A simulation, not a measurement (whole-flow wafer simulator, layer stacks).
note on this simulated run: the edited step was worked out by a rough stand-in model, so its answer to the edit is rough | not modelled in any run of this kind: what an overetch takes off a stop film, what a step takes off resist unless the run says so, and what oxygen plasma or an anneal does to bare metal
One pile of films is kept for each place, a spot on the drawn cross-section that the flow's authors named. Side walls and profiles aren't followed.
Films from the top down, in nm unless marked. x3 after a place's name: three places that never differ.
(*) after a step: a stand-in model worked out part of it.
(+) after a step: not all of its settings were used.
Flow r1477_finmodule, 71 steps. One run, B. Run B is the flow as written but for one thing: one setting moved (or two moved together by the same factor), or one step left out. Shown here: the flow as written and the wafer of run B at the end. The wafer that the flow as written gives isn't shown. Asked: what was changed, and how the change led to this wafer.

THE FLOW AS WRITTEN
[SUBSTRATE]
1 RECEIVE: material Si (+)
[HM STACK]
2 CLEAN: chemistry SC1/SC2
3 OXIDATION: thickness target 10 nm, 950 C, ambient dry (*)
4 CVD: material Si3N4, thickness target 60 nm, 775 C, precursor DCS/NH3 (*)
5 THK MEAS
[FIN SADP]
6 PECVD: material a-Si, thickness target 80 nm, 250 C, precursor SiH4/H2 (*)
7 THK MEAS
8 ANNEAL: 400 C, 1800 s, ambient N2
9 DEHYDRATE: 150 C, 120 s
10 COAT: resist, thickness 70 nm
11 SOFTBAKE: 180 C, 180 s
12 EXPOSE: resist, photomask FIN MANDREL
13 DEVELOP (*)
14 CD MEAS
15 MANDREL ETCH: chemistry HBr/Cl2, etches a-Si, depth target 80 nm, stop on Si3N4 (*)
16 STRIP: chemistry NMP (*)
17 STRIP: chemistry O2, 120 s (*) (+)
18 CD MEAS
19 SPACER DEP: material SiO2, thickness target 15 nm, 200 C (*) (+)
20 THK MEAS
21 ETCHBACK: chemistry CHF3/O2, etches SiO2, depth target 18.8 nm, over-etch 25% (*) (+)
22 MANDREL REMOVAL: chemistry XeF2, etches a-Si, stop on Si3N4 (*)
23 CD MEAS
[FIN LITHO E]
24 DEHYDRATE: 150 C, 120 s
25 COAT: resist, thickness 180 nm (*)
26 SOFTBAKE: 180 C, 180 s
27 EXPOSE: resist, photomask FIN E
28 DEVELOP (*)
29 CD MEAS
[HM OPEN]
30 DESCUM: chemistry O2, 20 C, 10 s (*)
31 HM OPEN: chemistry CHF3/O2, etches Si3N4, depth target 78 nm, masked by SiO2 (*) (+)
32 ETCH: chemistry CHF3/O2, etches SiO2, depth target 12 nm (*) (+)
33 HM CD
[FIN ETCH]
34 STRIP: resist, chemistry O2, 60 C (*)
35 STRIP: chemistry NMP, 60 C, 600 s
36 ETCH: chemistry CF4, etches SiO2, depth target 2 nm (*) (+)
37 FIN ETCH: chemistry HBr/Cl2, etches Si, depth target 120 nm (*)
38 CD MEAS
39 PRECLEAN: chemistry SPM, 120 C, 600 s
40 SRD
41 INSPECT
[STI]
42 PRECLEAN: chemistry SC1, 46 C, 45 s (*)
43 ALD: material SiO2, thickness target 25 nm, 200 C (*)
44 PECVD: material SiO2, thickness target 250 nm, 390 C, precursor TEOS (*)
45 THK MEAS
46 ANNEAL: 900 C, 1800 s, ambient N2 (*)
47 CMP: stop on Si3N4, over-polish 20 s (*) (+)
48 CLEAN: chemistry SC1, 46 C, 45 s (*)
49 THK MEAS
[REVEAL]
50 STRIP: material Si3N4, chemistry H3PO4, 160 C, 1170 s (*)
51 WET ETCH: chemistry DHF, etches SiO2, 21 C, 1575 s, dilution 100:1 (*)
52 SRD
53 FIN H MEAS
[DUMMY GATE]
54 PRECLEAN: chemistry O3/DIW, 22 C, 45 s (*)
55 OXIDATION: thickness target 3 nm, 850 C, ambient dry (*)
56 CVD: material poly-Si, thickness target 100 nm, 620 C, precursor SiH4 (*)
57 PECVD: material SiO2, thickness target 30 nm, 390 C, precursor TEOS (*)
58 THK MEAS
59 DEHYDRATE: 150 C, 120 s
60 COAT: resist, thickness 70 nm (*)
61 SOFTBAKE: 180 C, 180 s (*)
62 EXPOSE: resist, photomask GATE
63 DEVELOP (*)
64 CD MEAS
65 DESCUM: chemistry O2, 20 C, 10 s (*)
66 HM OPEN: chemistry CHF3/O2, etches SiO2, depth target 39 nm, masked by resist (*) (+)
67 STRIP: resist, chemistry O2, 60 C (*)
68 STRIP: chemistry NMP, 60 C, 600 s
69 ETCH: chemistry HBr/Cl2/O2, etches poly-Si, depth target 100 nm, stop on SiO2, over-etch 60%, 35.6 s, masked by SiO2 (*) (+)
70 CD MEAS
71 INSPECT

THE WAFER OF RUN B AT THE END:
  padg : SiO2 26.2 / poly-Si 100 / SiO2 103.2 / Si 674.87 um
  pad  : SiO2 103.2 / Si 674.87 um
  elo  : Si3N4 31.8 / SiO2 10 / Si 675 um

The cause: step 69, ETCH: depth target 71 nm was run, where the flow has depth target 100 nm; step 69, ETCH: 25.3 s was run, where the flow has 35.6 s.

How the change led to this, step by step:
  69 ETCH: chemistry HBr/Cl2/O2, etches poly-Si, depth target 100 nm, stop on SiO2, over-etch 60%, 35.6 s, masked by SiO2 (*) (+)
      padg, elg, esg and 15 more: SiO2 -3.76 (as written it would be: SiO2 -5.3)
